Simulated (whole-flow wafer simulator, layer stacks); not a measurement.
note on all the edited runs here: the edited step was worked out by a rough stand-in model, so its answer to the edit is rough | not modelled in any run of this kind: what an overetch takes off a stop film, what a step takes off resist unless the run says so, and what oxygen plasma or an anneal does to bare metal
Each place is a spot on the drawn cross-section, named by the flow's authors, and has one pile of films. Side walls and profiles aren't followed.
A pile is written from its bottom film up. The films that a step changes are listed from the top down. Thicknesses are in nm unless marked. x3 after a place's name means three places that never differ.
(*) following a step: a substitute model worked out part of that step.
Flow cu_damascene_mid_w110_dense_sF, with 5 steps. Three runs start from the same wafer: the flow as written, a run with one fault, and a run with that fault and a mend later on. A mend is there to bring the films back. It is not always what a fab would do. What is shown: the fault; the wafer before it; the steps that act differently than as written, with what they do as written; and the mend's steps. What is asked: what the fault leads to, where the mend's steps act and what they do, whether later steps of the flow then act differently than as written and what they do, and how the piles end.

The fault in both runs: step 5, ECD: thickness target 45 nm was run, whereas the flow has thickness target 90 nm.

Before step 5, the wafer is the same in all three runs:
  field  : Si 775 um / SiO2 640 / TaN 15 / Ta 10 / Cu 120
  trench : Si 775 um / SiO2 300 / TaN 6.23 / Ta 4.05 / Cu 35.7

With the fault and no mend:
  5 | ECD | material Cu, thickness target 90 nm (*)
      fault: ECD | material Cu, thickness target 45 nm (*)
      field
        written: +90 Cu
        fault: +45 Cu
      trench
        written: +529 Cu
        fault: +484 Cu
  Every later step of the flow that is run acts as written at every place that is followed.
  The piles end different from the flow's at field, trench by more than 2% or 0.5 nm, whichever is larger.
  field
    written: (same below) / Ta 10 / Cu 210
    fault: (same below) / Ta 10 / Cu 165
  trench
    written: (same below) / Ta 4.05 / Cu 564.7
    fault: (same below) / Ta 4.05 / Cu 519.7

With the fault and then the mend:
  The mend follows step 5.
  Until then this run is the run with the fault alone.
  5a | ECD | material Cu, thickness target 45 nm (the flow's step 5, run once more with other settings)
      field, trench
        +45 Cu
  Every later step of the flow that is run acts as written at every place that is followed.
  By the end, the piles equal the flow's at every place that both follow.
